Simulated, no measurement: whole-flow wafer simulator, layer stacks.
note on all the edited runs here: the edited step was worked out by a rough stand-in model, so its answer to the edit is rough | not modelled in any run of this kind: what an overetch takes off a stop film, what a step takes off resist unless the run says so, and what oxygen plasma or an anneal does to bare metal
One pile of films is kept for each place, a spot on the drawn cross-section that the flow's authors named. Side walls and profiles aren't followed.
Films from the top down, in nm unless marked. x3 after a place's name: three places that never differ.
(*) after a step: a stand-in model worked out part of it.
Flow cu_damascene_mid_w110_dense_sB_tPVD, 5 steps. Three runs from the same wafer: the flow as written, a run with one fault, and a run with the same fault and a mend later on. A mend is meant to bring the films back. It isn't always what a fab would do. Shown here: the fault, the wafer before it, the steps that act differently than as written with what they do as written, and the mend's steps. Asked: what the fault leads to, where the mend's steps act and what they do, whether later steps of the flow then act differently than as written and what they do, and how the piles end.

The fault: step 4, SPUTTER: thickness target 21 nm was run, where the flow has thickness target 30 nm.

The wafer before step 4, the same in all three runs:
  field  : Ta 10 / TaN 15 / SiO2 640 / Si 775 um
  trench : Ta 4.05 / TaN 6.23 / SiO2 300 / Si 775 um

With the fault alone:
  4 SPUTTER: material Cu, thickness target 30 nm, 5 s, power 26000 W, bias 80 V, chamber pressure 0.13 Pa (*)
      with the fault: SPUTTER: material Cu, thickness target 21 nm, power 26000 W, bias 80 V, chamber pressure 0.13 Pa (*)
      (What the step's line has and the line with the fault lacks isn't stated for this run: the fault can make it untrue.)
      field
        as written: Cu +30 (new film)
        with the fault: Cu +21 (new film)
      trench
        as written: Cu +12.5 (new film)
        with the fault: Cu +8.74 (new film)
  No later step of the flow acts differently than as written, at any place that is followed, by more than 2% or 0.5 nm, whichever is larger.
  At the end the piles differ from the flow's by more than 2% or 0.5 nm, whichever is larger, at field.
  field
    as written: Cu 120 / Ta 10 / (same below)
    with the fault: Cu 111 / Ta 10 / (same below)

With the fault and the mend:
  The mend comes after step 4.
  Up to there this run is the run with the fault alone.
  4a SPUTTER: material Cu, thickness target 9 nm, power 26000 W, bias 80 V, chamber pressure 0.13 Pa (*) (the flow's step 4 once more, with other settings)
      field
        Cu +9
      trench
        Cu +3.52
  No later step of the flow acts differently than as written, at any place that is followed, by more than 2% or 0.5 nm, whichever is larger.
  At the end the piles are the same as the flow's at every place that both follow.
